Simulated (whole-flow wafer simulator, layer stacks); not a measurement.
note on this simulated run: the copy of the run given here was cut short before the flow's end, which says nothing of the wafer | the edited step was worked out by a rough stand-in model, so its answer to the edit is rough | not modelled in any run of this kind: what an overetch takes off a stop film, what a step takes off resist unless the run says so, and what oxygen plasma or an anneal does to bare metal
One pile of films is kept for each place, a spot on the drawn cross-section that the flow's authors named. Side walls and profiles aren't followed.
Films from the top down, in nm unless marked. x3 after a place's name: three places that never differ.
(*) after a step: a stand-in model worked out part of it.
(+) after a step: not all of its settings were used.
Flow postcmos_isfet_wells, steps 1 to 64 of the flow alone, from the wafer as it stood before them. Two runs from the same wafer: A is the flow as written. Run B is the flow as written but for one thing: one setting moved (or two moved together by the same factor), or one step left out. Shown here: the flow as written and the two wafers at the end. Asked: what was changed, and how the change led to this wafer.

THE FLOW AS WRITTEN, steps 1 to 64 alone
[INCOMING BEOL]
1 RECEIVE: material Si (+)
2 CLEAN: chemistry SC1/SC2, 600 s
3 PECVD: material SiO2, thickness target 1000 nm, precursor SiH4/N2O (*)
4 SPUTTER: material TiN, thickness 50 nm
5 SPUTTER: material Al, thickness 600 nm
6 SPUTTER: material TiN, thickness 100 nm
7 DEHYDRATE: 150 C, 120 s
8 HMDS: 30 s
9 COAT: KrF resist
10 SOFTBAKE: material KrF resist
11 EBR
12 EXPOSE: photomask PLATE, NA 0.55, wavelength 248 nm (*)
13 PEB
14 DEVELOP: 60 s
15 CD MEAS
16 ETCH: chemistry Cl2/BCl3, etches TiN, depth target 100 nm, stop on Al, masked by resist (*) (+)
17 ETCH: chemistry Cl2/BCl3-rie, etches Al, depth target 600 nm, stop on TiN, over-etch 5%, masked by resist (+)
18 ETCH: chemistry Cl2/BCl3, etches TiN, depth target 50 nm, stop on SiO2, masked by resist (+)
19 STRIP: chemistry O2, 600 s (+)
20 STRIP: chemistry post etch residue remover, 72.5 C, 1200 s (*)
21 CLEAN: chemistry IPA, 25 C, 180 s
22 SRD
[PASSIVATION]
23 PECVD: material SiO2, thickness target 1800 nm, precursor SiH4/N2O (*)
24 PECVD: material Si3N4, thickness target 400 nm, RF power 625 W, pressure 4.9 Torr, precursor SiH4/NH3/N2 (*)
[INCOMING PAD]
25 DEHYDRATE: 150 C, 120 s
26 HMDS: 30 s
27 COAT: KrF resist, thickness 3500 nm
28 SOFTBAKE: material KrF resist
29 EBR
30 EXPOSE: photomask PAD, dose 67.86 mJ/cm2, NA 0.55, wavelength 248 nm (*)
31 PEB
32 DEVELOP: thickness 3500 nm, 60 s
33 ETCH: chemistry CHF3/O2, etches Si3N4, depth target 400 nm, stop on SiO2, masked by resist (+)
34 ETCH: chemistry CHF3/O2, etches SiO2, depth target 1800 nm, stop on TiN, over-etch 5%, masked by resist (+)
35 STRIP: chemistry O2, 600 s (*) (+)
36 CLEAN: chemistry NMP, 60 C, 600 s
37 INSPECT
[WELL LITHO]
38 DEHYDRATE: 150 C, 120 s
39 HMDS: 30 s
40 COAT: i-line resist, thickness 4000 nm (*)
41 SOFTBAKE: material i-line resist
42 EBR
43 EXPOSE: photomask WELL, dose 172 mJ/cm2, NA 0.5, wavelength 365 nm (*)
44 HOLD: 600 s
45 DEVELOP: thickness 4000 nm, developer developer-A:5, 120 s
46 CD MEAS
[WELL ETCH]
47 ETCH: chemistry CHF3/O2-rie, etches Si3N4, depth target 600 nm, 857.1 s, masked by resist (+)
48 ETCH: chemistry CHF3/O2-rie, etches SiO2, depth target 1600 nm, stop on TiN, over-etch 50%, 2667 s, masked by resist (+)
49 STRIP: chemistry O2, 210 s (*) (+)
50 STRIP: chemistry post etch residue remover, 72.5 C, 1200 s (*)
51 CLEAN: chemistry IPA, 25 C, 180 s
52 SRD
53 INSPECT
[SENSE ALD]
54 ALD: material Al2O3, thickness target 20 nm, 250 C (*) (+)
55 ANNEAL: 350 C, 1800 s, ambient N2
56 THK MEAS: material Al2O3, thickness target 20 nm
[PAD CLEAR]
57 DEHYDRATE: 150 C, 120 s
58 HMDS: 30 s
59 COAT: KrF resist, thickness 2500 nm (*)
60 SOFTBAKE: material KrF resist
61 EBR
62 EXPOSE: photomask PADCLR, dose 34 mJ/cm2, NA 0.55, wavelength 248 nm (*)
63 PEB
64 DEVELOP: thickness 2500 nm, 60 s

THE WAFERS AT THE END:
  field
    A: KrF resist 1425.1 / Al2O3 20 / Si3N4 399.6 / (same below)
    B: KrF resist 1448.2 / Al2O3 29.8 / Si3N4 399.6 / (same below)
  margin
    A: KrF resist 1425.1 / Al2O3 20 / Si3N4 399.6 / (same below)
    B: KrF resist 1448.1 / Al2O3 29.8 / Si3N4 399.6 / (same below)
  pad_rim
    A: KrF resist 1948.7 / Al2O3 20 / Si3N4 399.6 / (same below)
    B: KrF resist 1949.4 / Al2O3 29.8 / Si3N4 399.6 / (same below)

The cause: step 54, ALD: thickness target 29.8 nm was run, where the flow has thickness target 20 nm.
It can be read off the wafer: field has Al2O3 29.8, and step 54 as written asks for 20 nm.

How the change led to this, step by step:
  54 ALD: material Al2O3, thickness target 20 nm, 250 C (*) (+)
      field, margin, well900, well1300 x3, pad_rim, pad_clr, pad_open: A Al2O3 +20 (new film) | B Al2O3 +29.8 (new film)
